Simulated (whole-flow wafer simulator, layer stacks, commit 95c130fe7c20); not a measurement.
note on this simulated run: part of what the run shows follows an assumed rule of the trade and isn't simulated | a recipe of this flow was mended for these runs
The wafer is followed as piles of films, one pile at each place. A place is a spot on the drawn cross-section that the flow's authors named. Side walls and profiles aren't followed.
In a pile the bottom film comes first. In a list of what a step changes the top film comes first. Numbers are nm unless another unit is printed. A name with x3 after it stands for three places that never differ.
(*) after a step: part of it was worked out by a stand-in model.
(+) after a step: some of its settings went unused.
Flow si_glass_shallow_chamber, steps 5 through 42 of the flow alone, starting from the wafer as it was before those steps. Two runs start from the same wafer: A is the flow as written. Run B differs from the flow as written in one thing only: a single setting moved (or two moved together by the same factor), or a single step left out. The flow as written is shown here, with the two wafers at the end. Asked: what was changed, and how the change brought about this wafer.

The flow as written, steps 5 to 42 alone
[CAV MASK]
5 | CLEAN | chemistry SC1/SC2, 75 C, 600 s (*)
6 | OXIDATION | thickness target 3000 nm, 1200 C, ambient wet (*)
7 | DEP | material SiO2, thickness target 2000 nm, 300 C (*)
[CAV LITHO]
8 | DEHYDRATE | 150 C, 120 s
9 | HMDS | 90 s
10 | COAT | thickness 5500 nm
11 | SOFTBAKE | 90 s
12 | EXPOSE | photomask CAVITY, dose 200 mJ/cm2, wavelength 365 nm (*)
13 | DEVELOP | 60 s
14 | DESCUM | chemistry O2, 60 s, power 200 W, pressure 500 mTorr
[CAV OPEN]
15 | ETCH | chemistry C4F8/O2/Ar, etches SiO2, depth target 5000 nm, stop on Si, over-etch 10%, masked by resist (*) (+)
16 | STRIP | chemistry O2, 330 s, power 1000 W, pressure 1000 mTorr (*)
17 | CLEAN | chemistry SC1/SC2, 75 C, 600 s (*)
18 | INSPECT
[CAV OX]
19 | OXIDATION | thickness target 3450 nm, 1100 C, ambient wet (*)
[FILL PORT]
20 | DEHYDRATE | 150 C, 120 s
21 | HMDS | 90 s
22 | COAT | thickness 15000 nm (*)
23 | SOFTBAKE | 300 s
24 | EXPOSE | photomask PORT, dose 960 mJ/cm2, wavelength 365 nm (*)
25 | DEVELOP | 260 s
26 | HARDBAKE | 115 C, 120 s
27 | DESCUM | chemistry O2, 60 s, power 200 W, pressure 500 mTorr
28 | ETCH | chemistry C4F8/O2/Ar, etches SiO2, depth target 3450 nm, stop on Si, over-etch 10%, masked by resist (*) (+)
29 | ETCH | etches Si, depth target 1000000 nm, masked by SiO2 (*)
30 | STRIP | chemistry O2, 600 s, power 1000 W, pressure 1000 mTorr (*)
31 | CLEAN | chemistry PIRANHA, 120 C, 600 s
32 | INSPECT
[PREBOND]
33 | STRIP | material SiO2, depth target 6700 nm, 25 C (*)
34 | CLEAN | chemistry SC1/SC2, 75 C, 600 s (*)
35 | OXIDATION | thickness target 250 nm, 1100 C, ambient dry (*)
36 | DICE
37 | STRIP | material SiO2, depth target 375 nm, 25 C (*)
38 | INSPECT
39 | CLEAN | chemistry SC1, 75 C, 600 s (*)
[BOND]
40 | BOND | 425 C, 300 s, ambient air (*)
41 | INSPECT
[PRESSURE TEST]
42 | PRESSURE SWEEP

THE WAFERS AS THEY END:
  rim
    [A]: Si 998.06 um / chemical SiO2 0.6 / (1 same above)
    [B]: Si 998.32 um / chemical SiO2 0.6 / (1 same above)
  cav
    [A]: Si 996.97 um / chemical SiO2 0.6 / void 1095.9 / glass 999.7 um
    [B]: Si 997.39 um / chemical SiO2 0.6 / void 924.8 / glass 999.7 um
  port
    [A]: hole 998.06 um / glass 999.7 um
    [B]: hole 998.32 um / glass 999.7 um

The reason: step 6, OXIDATION: thickness target 2280 nm was run, though the flow has thickness target 3000 nm; step 15, ETCH: depth target 3800 nm was run, where the flow has depth target 5000 nm.

The path from the change to this, step by step:
  6 | OXIDATION | thickness target 3000 nm, 1200 C, ambient wet (*)
      rim, ramp, cav, port, septum, ring: A +3000 SiO2 (new film), -0.6 chemical SiO2 (all of it), -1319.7 Si | B +2280 SiO2 (new film), -0.6 chemical SiO2 (all of it), -1002.9 Si
  15 | ETCH | chemistry C4F8/O2/Ar, etches SiO2, depth target 5000 nm, stop on Si, over-etch 10%, masked by resist (*) (+)
      cav, port: A -5000 SiO2 (all of it), -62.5 Si | B -4180 SiO2
      rim, ramp, septum, ring: A -1100 thick-i-line-resist | B -836 thick-i-line-resist
  16 | STRIP | chemistry O2, 330 s, power 1000 W, pressure 1000 mTorr (*)
      cav, port: A +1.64 chemical SiO2 (new film), -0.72 Si | B nothing
      rim, ramp, septum, ring: A -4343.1 thick-i-line-resist (all of it) | B -4607.1 thick-i-line-resist (all of it)
  17 | CLEAN | chemistry SC1/SC2, 75 C, 600 s (*)
      cav, port: A -1.04 chemical SiO2, -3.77 Si | B -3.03 SiO2
  19 | OXIDATION | thickness target 3450 nm, 1100 C, ambient wet (*)
      cav, port: A +3450 SiO2 (new film), -0.6 chemical SiO2 (all of it), -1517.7 Si | B +3356.9 SiO2, -1477 Si
      rim, ramp, septum, ring: A +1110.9 SiO2, -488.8 Si | B +1255 SiO2, -552.2 Si
  22 | COAT | thickness 15000 nm (*)
      rim: A +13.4 um thick-i-line-resist (new film) | B +13.71 um thick-i-line-resist (new film)
      ramp: A +12.89 um thick-i-line-resist (new film) | B +13.3 um thick-i-line-resist (new film)
      (as well as at 4 more places)
  23 | SOFTBAKE | 300 s
      rim: A -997 thick-i-line-resist | B -787.4 thick-i-line-resist
      ramp: A -487.1 thick-i-line-resist | B -378.1 thick-i-line-resist
      (as well as at 4 more places)
  25 | DEVELOP | 260 s
      port: A -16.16 um thick-i-line-resist (all of it) | B -15.92 um thick-i-line-resist (all of it)
  26 | HARDBAKE | 115 C, 120 s
      rim, ramp: A -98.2 thick-i-line-resist | B -104.6 thick-i-line-resist
      cav: A -147.1 thick-i-line-resist | B -143.8 thick-i-line-resist
  29 | ETCH | etches Si, depth target 1000000 nm, masked by SiO2 (*)
      rim, ramp: A -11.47 um thick-i-line-resist (all of it), -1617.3 SiO2 | B -11.99 um thick-i-line-resist (all of it), -1343.5 SiO2
      port: A +997.05 um hole (new film), -997.05 um Si (all of it) | B +997.47 um hole (new film), -997.47 um Si (all of it)
      (as well as at 2 more places)
  30 | STRIP | chemistry O2, 600 s, power 1000 W, pressure 1000 mTorr (*)
      cav: A -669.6 thick-i-line-resist (all of it) | B -441.4 thick-i-line-resist (all of it)
  33 | STRIP | material SiO2, depth target 6700 nm, 25 C (*)
      rim, ramp: A -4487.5 SiO2 (all of it) | B -4185.4 SiO2 (all of it)
      septum: A -5732.1 SiO2 (all of it) | B -5180.1 SiO2 (all of it)
      (as well as at 1 more place)
  40 | BOND | 425 C, 300 s, ambient air (*)
      cav: A +999.7 um glass (new film), +1095.9 void (new film) | B +999.7 um glass (new film), +924.8 void (new film)
      port: A +999.7 um glass (new film), +1017.3 hole | B +999.7 um glass (new film), +845.6 hole
